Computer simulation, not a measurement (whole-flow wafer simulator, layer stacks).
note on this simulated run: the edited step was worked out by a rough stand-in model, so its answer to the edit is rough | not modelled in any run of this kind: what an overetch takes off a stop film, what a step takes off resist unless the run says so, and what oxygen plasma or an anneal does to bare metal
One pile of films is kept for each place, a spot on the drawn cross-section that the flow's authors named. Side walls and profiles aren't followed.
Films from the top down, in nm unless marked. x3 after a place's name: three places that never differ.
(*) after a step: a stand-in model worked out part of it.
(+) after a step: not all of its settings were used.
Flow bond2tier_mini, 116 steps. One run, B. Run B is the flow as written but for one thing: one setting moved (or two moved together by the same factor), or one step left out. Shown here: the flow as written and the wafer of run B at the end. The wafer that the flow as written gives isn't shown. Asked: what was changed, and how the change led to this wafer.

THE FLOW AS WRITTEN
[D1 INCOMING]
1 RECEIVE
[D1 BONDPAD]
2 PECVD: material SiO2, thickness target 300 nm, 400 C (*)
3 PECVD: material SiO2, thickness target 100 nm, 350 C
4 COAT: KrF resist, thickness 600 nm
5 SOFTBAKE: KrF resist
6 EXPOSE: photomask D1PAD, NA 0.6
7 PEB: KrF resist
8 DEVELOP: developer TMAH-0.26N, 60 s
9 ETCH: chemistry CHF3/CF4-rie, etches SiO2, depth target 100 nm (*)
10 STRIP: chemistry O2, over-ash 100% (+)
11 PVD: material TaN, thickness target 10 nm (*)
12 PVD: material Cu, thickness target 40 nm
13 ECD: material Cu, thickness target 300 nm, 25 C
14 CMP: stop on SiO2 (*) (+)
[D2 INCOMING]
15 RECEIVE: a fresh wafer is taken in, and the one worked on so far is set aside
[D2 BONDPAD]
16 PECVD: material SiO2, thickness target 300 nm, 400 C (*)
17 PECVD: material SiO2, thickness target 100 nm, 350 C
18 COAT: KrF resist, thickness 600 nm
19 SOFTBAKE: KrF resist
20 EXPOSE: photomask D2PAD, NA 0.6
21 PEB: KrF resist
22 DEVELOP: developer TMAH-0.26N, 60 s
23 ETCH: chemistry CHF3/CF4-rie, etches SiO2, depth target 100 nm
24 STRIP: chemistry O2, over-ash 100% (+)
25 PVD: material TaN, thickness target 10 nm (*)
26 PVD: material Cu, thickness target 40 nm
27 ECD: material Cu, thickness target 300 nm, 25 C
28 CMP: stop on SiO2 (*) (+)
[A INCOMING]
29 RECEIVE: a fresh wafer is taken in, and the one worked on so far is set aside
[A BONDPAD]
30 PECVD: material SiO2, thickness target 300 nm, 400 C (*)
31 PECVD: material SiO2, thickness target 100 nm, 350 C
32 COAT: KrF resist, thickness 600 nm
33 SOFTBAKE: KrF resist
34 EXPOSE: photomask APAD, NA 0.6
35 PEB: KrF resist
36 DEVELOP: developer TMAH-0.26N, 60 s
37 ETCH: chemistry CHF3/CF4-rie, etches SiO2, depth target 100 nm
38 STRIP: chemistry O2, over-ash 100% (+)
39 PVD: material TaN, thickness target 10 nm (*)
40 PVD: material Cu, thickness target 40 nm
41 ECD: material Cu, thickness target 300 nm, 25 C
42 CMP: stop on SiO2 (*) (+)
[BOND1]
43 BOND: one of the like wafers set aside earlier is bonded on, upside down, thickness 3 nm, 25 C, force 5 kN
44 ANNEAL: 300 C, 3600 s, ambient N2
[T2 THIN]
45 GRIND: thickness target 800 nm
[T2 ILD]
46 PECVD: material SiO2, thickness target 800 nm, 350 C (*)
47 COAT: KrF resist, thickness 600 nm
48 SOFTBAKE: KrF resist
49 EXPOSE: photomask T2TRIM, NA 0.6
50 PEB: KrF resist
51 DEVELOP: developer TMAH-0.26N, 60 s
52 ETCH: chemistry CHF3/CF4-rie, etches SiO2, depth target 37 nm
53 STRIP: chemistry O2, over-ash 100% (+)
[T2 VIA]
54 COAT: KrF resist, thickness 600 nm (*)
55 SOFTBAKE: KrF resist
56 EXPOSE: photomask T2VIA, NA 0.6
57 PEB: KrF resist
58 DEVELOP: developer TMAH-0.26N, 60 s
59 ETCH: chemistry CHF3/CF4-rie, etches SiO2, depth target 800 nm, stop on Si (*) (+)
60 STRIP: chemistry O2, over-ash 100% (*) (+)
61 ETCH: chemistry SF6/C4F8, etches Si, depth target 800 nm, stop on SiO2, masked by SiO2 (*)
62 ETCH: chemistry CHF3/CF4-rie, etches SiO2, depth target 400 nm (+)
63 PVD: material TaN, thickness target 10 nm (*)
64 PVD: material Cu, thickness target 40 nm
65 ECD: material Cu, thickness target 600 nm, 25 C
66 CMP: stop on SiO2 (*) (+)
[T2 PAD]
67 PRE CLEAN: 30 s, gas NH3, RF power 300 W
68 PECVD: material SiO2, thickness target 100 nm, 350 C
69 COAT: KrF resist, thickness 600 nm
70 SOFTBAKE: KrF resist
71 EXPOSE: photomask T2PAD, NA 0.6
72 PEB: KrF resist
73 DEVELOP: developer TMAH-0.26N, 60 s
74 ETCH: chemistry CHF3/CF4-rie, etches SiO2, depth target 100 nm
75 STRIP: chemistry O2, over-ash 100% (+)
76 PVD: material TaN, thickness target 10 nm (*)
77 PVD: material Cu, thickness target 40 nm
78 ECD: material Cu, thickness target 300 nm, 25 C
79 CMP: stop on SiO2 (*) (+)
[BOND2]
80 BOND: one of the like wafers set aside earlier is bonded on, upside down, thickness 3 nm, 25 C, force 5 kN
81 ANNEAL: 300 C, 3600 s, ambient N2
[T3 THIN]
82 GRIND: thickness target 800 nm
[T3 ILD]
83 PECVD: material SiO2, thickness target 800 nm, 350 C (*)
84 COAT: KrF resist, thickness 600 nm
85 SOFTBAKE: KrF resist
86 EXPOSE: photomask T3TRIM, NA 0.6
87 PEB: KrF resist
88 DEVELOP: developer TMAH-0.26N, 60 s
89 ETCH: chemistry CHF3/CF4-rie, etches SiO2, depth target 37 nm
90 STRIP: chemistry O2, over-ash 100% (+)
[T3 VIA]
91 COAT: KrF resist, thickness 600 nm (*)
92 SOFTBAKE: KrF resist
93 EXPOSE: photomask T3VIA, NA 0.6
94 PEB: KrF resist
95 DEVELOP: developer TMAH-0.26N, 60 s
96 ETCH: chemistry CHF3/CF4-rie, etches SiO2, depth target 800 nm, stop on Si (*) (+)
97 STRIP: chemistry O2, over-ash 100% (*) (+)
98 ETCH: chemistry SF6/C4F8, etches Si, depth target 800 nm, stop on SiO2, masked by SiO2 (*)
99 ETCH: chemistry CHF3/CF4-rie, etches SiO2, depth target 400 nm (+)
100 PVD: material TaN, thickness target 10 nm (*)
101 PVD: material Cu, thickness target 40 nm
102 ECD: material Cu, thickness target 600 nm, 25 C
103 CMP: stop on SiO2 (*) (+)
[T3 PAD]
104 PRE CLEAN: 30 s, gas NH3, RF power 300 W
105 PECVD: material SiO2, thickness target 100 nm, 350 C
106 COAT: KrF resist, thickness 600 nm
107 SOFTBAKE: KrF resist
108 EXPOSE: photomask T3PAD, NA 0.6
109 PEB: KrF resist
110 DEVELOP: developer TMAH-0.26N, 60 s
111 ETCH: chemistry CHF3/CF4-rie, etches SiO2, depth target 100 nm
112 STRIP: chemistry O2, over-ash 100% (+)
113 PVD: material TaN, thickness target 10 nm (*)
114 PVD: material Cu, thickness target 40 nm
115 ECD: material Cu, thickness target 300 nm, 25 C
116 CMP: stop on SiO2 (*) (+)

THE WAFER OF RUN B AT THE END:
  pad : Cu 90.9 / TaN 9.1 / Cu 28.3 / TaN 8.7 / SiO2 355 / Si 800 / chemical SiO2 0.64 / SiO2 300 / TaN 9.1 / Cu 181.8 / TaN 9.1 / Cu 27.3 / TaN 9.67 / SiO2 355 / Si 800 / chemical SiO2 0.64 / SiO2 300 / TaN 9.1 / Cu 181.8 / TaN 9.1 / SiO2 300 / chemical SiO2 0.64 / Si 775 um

The cause: step 100, PVD: thickness target 9 nm was run, where the flow has thickness target 10 nm.

How the change led to this, step by step:
  100 PVD: material TaN, thickness target 10 nm (*)
      field: TaN +9 (new film) (as written it would be: TaN +10 (new film))
      pad: TaN +8.7 (new film) (as written it would be: TaN +9.67 (new film))
  103 CMP: stop on SiO2 (*) (+)
      field: Cu -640 (all of it), TaN -9 (all of it) (as written it would be: Cu -640 (all of it), TaN -10 (all of it))
